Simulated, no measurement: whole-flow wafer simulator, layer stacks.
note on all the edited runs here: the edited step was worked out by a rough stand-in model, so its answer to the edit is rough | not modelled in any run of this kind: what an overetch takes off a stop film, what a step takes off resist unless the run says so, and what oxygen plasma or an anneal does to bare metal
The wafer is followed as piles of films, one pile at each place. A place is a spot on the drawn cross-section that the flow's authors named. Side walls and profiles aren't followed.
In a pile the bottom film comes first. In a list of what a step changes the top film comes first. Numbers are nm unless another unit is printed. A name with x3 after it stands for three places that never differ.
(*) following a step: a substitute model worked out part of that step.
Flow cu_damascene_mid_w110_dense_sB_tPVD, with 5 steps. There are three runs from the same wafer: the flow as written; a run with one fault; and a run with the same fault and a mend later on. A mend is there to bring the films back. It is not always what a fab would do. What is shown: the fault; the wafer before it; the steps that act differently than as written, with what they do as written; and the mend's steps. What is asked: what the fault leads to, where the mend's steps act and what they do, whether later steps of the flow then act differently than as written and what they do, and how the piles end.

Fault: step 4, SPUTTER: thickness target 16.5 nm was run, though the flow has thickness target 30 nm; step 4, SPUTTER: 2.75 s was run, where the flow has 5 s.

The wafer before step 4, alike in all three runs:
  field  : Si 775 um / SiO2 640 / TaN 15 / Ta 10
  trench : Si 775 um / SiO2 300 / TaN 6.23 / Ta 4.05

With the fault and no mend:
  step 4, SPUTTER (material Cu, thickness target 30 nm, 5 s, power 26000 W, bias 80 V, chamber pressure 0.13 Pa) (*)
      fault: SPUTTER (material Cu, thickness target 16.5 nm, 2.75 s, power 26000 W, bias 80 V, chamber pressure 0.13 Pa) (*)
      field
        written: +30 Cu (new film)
        fault: +16.5 Cu (new film)
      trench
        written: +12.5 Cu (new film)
        fault: +6.86 Cu (new film)
  Later steps of the flow that are run all act as written at every place that is followed, up to a difference of at most 2% or 0.5 nm, whichever is larger.
  At field, trench, the piles at the end differ from the flow's by more than 2% or 0.5 nm, whichever is larger.
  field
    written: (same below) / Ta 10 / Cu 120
    fault: (same below) / Ta 10 / Cu 106.5
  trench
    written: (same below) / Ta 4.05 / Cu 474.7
    fault: (same below) / Ta 4.05 / Cu 461.2

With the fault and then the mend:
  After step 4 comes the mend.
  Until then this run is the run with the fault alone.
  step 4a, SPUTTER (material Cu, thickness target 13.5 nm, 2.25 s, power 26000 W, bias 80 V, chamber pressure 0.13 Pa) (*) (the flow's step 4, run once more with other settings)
      field
        +13.5 Cu
      trench
        +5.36 Cu
  Later steps of the flow that are run all act as written at every place that is followed, up to a difference of at most 2% or 0.5 nm, whichever is larger.
  The piles end the same as the flow's at every place that both follow.
